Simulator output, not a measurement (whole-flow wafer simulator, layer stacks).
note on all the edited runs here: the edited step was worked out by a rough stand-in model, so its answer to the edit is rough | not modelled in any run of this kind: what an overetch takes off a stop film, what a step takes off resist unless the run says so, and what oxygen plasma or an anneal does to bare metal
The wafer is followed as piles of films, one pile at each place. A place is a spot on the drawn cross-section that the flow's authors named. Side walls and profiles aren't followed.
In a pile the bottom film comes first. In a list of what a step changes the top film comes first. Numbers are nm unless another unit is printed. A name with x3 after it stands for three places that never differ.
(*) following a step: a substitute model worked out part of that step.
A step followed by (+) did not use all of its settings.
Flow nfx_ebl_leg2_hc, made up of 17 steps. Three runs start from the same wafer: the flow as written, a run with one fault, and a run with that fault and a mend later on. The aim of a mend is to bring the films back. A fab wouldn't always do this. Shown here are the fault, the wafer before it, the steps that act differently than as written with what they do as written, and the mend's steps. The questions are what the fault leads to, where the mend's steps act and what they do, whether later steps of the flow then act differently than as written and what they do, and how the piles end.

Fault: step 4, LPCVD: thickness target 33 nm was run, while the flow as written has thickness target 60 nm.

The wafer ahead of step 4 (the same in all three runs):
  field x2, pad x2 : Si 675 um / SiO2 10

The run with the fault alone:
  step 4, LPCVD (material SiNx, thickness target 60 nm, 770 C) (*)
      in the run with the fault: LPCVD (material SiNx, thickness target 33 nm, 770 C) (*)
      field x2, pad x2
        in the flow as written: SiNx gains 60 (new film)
        in the run with the fault: SiNx gains 33 (new film)
  Steps later in the flow that act otherwise than as written:
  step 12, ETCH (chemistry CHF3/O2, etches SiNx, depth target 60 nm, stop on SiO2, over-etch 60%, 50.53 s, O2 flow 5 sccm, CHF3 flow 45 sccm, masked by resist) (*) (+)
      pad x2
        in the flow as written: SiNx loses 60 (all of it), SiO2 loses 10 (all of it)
        in the run with the fault: SiNx loses 33 (all of it), SiO2 loses 10 (all of it)
  The piles end different from the flow's at field x2 by more than 2% or 0.5 nm, whichever is larger.
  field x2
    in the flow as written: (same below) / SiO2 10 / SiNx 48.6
    in the run with the fault: (same below) / SiO2 10 / SiNx 21.6

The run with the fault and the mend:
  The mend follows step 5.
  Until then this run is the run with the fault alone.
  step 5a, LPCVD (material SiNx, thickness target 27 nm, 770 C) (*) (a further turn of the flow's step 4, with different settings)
      field x2, pad x2
        SiNx gains 27
  Every later step of the flow that is run acts as written at every place that is followed.
  By the end, the piles equal the flow's at every place that both follow.
